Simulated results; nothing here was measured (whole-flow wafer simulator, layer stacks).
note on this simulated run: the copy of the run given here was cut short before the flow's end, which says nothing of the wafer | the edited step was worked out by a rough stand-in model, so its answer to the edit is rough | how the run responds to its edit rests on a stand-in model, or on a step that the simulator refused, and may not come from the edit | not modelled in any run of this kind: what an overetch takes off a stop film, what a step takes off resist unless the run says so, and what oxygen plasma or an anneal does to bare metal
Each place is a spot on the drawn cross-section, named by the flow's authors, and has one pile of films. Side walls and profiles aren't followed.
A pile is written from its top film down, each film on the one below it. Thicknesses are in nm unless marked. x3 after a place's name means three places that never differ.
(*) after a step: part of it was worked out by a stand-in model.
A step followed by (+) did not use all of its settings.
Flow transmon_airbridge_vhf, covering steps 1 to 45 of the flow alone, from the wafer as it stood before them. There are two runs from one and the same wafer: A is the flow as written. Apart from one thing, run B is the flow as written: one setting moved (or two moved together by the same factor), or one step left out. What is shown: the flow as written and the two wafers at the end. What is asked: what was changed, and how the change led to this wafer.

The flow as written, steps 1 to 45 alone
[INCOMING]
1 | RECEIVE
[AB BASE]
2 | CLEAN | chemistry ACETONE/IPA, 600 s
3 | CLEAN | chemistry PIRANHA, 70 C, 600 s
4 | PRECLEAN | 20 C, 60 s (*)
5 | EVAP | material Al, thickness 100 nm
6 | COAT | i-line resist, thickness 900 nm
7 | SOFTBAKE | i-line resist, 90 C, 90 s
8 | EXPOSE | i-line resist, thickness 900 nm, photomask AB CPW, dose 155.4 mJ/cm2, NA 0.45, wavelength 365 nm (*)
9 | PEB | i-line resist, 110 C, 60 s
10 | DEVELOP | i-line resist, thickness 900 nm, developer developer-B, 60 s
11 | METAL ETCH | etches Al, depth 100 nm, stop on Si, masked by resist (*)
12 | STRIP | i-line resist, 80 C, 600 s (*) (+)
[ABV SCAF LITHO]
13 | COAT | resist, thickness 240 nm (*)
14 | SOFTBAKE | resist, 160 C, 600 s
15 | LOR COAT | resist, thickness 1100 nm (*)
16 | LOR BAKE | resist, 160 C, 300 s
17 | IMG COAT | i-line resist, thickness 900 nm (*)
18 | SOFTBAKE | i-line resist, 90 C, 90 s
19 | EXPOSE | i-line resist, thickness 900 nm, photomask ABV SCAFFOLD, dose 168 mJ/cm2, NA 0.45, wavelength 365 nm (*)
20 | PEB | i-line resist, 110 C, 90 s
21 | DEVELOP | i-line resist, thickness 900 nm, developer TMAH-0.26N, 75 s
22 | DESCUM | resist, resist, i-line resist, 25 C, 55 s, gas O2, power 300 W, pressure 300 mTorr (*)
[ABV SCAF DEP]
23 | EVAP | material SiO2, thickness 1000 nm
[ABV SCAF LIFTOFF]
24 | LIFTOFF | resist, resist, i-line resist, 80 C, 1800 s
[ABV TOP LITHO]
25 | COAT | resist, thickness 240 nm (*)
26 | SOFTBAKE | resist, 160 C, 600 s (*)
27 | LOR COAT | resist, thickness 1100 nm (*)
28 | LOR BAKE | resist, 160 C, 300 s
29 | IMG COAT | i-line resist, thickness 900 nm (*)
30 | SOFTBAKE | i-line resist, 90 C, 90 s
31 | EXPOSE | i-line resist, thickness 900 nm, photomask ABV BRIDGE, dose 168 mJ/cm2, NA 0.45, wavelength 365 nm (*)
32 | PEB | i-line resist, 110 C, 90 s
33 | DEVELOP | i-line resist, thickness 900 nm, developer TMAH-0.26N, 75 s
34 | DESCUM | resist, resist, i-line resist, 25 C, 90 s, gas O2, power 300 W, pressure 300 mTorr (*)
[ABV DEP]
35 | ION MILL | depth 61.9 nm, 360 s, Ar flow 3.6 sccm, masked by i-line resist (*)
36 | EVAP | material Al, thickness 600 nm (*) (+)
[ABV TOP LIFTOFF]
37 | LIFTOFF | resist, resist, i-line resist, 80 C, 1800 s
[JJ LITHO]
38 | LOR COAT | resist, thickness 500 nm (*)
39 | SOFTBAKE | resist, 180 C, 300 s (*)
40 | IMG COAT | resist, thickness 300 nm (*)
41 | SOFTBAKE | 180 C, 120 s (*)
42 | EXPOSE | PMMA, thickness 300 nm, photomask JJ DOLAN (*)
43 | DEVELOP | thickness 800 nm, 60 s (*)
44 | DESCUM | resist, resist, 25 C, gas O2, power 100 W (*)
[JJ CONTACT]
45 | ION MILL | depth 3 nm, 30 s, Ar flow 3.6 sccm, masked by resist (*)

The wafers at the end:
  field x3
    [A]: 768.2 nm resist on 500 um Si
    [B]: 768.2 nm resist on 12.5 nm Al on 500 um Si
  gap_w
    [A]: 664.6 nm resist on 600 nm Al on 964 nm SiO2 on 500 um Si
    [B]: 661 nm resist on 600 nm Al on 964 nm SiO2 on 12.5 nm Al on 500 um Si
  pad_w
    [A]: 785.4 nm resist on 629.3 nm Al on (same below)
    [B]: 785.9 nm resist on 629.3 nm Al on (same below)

The reason: step 11, METAL ETCH: depth 87.5 nm was run, while the flow as written has depth 100 nm.

The path from the change to this, step by step:
  11 | METAL ETCH | etches Al, depth 100 nm, stop on Si, masked by resist (*)
      field x3, jj_line, gap_w, gap_e: A Al loses 100 (all of it) | B Al loses 87.5
      ground_far, pad_w, flank_w and 8 more: A i-line resist loses 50 | B i-line resist loses 43.8
  45 | ION MILL | depth 3 nm, 30 s, Ar flow 3.6 sccm, masked by resist (*)
      jj_line: A Si loses 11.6 | B Al loses 12.5 (all of it), Si loses 4.59
With metal films that touch counted as one body, field x3 has 1 body; the flow as written gives 0 bodies.
With metal films that touch counted as one body, gap_w has 2 bodies (between them, from the top down: SiO2 964); the flow as written gives 1 body.
